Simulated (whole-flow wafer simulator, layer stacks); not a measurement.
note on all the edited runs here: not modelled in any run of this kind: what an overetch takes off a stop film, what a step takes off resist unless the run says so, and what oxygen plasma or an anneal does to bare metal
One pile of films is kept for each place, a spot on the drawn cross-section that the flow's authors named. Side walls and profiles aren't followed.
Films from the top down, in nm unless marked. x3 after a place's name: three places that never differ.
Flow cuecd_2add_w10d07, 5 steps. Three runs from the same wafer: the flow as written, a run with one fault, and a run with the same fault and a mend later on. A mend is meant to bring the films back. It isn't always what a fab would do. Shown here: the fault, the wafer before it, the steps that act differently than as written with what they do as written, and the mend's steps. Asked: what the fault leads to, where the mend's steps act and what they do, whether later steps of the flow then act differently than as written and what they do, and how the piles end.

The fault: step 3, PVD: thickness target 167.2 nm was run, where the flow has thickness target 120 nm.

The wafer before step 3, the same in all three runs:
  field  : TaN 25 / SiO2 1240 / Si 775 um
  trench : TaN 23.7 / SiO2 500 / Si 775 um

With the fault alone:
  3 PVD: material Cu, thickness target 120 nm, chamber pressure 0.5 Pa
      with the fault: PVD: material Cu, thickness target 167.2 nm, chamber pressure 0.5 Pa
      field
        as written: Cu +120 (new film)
        with the fault: Cu +167.2 (new film)
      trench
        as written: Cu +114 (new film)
        with the fault: Cu +159 (new film)
  No later step of the flow acts differently than as written at any place that is followed.
  At the end the piles differ from the flow's by more than 2% or 0.5 nm, whichever is larger, at field, trench.
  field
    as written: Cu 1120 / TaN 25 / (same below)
    with the fault: Cu 1167.2 / TaN 25 / (same below)
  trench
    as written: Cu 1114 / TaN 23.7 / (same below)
    with the fault: Cu 1159 / TaN 23.7 / (same below)

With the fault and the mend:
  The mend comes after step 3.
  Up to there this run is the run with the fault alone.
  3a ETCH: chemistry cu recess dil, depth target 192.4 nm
      field
        Cu -167.2 (all of it)
      trench
        Cu -159 (all of it)
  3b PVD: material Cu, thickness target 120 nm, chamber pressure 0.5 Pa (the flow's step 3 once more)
      field
        Cu +120 (new film)
      trench
        Cu +114 (new film)
  No later step of the flow acts differently than as written at any place that is followed.
  At the end the piles are the same as the flow's at every place that both follow.
